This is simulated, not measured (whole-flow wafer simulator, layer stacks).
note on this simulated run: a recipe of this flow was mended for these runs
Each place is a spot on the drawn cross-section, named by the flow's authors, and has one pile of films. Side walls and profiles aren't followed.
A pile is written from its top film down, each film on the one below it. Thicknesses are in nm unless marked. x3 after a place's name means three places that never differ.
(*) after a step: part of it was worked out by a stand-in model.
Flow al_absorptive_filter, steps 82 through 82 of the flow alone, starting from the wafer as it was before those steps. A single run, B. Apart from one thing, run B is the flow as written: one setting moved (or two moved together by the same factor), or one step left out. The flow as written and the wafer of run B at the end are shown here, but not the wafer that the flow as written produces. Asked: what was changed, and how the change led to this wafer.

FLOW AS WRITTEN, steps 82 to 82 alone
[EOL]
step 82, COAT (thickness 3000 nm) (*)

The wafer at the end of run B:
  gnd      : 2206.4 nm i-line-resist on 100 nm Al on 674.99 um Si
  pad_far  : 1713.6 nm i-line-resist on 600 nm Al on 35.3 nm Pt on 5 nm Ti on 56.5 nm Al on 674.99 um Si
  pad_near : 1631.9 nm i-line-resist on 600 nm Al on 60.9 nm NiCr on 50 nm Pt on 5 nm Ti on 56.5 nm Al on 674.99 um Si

What caused this: step 82, COAT: thickness 2124 nm was run, though the flow has thickness 3000 nm.

How this came from the change, step by step:
  step 82, COAT (thickness 3000 nm) (*)
      xa_field, xl_land, idc_field: i-line-resist gains 2124 (new film) (in the flow as written it would be: i-line-resist gains 3000 (new film))
      gnd: i-line-resist gains 2206.4 (new film) (in the flow as written it would be: i-line-resist gains 3084.4 (new film))
      (and at 10 other places as well)
